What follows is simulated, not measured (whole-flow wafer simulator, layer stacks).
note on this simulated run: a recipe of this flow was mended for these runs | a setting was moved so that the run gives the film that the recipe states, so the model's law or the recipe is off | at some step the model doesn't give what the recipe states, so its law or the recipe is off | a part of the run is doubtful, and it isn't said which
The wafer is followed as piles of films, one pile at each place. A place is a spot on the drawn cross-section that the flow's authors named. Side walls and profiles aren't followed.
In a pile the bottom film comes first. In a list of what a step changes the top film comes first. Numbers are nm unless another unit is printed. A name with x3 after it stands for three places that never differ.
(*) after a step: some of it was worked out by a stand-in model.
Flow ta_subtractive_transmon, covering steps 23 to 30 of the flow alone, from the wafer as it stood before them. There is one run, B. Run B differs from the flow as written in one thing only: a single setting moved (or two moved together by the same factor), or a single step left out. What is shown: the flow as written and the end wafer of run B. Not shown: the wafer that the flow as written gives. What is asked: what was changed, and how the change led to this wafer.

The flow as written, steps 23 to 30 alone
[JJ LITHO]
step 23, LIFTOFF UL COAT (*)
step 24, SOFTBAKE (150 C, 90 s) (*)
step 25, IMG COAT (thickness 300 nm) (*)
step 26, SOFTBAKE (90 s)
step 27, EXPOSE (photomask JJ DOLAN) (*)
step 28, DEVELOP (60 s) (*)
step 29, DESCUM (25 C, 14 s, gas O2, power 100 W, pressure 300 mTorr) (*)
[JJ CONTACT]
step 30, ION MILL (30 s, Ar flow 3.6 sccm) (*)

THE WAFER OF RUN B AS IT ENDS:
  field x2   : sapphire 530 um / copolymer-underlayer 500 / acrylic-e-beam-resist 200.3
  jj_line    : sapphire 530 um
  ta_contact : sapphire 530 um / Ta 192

What caused this: step 25, IMG COAT: thickness 228 nm was run, whereas the flow has thickness 300 nm; step 30, ION MILL: 22.8 s was run, where the flow has 30 s.

How this came from the change, step by step:
  step 25, IMG COAT (thickness 300 nm) (*)
      field x2, jj_line: +228 acrylic-e-beam-resist (new film) (it would be, as written: +300 acrylic-e-beam-resist (new film))
      lead: +238.4 acrylic-e-beam-resist (new film) (it would be, as written: +312.5 acrylic-e-beam-resist (new film))
      (and at 2 other places as well)
  step 28, DEVELOP (60 s) (*)
      jj_line: -228 acrylic-e-beam-resist (all of it), -500 copolymer-underlayer (all of it) (it would be, as written: -300 acrylic-e-beam-resist (all of it), -500 copolymer-underlayer (all of it))
      lead: -238.4 acrylic-e-beam-resist (all of it), -554.7 copolymer-underlayer (all of it) (it would be, as written: -312.5 acrylic-e-beam-resist (all of it), -554.7 copolymer-underlayer (all of it))
      (and at 1 other place as well)
  step 30, ION MILL (30 s, Ar flow 3.6 sccm) (*)
      field x2, ta_pad: -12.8 acrylic-e-beam-resist (it would be, as written: -16.8 acrylic-e-beam-resist)
      jj_line, lead: -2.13 sapphire (it would be, as written: -2.8 sapphire)
      (and at 1 other place as well)
